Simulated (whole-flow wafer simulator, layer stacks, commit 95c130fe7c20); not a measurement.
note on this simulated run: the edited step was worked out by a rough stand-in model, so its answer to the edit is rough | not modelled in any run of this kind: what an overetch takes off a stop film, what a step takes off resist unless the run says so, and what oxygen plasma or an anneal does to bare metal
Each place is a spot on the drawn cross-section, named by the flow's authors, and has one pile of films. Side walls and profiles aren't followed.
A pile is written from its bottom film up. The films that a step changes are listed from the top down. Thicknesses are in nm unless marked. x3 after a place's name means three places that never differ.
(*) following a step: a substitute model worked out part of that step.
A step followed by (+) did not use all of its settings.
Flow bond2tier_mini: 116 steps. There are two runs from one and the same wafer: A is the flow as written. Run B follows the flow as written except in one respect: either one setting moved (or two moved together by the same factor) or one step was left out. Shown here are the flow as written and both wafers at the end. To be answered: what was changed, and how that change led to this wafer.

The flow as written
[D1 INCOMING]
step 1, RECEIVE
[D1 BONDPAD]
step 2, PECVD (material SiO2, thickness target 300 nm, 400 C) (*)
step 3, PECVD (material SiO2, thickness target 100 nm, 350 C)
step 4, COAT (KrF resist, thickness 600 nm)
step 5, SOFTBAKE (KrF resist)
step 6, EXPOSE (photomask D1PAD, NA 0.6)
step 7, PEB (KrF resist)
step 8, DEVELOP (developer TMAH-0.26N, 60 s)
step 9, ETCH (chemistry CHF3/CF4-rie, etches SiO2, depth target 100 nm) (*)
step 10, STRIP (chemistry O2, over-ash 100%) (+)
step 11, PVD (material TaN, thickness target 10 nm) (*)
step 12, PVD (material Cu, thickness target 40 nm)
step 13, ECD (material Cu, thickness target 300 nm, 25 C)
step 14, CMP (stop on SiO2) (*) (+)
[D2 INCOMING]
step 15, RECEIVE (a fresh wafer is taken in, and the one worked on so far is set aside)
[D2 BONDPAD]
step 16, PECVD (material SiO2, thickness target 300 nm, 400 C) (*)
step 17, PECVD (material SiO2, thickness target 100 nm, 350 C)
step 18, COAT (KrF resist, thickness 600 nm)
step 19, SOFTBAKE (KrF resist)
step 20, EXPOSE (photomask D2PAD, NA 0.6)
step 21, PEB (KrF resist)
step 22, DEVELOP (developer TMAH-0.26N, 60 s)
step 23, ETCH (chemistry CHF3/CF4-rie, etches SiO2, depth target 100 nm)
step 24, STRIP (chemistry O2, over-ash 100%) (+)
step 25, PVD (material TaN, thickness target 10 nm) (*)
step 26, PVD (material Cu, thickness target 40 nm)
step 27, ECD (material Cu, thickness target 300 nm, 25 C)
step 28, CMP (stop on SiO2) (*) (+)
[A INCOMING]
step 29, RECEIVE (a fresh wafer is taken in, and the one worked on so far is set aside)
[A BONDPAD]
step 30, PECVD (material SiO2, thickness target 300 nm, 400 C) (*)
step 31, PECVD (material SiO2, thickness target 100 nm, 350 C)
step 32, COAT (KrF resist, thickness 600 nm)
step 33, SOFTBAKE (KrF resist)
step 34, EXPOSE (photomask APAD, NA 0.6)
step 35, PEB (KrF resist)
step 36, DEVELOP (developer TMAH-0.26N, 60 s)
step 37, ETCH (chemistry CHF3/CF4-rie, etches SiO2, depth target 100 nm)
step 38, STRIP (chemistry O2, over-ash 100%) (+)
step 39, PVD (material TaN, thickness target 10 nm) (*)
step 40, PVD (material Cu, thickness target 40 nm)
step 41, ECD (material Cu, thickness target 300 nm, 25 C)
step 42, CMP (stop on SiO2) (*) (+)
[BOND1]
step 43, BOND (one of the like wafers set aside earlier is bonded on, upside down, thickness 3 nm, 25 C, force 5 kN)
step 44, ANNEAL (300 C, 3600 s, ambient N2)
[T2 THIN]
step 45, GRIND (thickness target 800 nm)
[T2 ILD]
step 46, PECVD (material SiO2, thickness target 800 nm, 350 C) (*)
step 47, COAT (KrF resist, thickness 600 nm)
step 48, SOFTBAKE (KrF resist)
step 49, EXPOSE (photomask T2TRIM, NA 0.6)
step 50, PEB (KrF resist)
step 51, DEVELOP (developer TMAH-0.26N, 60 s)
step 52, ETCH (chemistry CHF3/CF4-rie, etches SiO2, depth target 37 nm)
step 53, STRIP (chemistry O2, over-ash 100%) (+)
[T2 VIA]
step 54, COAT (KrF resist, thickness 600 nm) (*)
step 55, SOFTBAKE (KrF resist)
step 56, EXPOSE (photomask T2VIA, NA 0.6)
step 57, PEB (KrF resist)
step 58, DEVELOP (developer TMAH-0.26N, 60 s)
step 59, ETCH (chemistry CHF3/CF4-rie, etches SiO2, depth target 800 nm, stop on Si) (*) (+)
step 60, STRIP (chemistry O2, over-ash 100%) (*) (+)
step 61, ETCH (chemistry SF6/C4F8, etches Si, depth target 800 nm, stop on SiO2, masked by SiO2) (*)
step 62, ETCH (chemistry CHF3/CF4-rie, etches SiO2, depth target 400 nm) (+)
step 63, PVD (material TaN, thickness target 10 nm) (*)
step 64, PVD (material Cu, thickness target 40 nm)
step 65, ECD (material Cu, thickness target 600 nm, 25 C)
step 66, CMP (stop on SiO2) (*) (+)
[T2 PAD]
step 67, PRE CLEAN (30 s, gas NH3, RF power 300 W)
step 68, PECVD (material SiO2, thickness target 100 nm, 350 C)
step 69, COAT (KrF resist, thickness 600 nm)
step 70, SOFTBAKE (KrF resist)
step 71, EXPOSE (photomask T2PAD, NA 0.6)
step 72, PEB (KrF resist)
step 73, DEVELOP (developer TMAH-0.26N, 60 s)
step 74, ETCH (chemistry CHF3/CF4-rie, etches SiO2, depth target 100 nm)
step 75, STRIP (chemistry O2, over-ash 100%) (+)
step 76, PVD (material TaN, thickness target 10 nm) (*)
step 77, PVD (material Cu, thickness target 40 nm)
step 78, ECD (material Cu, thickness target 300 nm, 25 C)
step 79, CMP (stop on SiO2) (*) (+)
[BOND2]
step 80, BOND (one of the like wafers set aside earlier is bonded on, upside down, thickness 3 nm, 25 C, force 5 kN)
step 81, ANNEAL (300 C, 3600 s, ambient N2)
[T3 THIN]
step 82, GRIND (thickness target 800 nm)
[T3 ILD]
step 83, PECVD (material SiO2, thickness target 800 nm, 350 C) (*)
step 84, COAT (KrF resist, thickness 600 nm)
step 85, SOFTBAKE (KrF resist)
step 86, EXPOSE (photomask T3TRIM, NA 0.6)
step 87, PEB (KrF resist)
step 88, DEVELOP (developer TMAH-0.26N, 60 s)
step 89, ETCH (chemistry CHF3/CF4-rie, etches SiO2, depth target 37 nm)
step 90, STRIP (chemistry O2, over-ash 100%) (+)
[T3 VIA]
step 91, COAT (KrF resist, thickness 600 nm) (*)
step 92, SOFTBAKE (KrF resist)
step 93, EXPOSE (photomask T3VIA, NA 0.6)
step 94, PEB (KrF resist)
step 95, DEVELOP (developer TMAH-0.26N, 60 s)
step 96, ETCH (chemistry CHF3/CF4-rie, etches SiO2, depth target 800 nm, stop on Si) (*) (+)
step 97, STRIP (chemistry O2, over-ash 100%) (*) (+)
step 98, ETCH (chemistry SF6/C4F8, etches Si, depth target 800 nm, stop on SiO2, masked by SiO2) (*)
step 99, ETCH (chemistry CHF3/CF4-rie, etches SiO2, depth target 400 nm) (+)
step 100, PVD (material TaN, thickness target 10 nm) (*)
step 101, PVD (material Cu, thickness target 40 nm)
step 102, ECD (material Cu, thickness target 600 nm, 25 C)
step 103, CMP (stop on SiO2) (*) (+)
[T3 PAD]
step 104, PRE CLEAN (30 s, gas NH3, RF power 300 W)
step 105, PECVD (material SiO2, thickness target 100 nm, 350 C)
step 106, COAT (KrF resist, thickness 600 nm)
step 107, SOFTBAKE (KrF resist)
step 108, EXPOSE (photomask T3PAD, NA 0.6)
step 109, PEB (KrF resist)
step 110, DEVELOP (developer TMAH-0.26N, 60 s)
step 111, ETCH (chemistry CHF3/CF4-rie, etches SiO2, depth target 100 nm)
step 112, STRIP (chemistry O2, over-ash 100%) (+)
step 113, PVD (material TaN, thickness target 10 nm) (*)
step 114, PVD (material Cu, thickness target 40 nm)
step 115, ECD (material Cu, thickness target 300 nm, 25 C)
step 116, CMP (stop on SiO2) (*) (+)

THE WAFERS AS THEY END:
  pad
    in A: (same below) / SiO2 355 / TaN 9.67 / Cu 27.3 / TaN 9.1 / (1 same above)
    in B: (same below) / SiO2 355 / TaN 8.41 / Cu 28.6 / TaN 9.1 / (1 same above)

What caused this: step 100, PVD: thickness target 8.7 nm was run, whereas the flow has thickness target 10 nm.

Step by step, how the change led to this:
  step 100, PVD (material TaN, thickness target 10 nm) (*)
      field: A +10 TaN (new film) | B +8.7 TaN (new film)
      pad: A +9.67 TaN (new film) | B +8.41 TaN (new film)
  step 103, CMP (stop on SiO2) (*) (+)
      field: A -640 Cu (all of it), -10 TaN (all of it) | B -640 Cu (all of it), -8.7 TaN (all of it)
